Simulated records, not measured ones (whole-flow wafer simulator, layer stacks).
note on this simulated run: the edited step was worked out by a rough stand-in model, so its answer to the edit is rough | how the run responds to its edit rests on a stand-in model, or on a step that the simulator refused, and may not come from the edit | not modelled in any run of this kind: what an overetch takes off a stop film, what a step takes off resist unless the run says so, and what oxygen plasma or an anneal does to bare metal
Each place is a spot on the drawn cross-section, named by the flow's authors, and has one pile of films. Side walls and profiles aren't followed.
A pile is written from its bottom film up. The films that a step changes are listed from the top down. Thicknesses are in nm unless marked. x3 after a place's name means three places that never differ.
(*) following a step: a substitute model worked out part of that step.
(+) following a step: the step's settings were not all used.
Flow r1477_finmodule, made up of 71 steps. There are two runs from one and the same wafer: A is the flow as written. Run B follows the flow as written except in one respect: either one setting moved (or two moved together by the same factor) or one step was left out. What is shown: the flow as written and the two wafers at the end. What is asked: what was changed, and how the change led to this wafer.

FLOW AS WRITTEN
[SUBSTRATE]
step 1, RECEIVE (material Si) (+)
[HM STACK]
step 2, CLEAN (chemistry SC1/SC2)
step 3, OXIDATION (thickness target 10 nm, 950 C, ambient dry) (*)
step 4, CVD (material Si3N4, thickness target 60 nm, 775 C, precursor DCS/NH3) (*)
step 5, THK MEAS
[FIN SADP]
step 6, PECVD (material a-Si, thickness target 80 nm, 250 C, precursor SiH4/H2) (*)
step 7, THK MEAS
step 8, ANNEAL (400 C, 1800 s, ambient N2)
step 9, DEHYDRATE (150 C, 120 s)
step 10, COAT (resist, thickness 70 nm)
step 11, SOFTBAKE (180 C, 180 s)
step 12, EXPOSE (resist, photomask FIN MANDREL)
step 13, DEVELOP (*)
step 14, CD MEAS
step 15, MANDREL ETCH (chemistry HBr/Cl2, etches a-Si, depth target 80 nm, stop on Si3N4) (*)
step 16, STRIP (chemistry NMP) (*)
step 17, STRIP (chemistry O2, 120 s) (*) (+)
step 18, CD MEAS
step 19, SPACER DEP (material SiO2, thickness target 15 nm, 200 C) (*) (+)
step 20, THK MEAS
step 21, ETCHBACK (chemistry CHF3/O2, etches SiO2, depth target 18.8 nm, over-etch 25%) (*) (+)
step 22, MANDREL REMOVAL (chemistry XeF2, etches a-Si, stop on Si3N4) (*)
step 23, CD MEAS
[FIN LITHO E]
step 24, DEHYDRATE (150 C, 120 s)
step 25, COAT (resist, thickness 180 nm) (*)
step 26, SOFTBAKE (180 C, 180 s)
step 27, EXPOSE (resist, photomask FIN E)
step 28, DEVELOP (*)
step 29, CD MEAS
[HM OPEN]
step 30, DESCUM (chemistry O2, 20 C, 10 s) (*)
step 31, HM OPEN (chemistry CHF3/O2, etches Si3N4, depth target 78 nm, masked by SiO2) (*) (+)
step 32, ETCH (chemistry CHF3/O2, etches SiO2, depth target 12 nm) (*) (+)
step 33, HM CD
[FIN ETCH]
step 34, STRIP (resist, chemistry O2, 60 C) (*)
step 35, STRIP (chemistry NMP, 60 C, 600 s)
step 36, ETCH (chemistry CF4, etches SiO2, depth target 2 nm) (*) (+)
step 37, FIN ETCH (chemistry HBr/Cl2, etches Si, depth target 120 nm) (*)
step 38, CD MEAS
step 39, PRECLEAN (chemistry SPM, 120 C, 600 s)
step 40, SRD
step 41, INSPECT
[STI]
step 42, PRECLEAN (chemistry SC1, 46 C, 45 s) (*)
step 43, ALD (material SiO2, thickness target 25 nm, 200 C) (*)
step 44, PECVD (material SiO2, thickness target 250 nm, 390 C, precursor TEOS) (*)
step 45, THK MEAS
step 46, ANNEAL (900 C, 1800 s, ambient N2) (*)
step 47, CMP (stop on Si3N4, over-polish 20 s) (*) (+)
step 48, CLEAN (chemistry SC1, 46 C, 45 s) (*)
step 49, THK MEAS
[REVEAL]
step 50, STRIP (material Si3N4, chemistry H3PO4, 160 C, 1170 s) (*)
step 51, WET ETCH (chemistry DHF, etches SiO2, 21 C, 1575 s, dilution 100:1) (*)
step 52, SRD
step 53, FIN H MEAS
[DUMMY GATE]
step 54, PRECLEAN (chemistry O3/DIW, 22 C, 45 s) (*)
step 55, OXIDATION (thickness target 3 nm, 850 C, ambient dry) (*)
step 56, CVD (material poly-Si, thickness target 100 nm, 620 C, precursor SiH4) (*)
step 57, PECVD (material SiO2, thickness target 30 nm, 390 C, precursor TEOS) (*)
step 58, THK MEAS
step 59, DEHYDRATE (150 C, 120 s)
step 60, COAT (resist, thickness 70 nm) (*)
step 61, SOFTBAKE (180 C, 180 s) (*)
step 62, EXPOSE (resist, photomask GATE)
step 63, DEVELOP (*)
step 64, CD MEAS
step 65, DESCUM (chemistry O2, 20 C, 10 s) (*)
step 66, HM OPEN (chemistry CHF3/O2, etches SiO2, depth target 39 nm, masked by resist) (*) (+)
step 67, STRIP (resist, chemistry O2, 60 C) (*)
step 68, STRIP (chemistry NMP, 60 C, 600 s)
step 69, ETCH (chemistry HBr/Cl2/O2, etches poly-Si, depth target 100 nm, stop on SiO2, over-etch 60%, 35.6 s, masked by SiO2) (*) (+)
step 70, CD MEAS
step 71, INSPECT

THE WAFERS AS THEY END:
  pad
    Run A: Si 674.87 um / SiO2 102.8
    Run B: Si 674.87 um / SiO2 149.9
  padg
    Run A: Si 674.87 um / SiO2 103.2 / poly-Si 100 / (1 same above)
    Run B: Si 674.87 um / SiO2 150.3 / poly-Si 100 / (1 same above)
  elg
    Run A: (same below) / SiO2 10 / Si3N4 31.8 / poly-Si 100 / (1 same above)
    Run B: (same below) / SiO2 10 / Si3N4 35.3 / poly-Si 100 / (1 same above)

What caused this: step 51, WET ETCH: 709 s was run, though the flow has 1575 s.

Step by step, how the change led to this:
  step 51, WET ETCH (chemistry DHF, etches SiO2, 21 C, 1575 s, dilution 100:1) (*)
      pad, padg, e40sg and 12 more: A -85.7 SiO2 | B -38.6 SiO2
      elg, e40lg, e100lg, e200lg, elo, e40lo, e100lo, e200lo: A -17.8 SiO2 (all of it), -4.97 Si3N4 | B -17.8 SiO2 (all of it), -1.44 Si3N4
      (also at 7 further places)
  step 56, CVD (material poly-Si, thickness target 100 nm, 620 C, precursor SiH4) (*)
      s40sg_line, s45sg_line, s50sg_line, s40so_line, s45so_line, s50so_line: A +100 poly-Si (new film) | B +124.5 poly-Si (new film)
      s40cg, s40co: A +113.9 poly-Si (new film) | B +100 poly-Si (new film)
      (also at 5 further places)
  step 60, COAT (resist, thickness 70 nm) (*)
      e40lg, e100lg, elo, e40lo, e100lo: A +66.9 resist (new film) | B +69 resist (new film)
      e40sg, eso, e40so: A +129.5 resist (new film) | B +88.1 resist (new film)
      (also at 22 further places)
  step 63, DEVELOP (*)
      elo, e40lo, e100lo: A -66.9 resist (all of it) | B -69 resist (all of it)
      eso, e40so: A -129.5 resist (all of it) | B -88.1 resist (all of it)
      (also at 11 further places)
  step 67, STRIP (resist, chemistry O2, 60 C) (*)
      e40lg, e100lg: A -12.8 resist (all of it) | B -14.9 resist (all of it)
      e40sg: A -75.4 resist (all of it) | B -34 resist (all of it)
      (also at 12 further places)
  step 69, ETCH (chemistry HBr/Cl2/O2, etches poly-Si, depth target 100 nm, stop on SiO2, over-etch 60%, 35.6 s, masked by SiO2) (*) (+)
      s40so_line, s45so_line, s50so_line: A -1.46 chemical SiO2 (all of it), -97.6 poly-Si (all of it), -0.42 SiO2 | B -1.2 chemical SiO2 (all of it), -122.2 poly-Si (all of it), -0.19 SiO2
      s40co: A -1.46 chemical SiO2 (all of it), -111.5 poly-Si (all of it), -0.24 SiO2 | B -1.2 chemical SiO2 (all of it), -97.7 poly-Si (all of it), -0.42 SiO2
      (also at 2 further places)
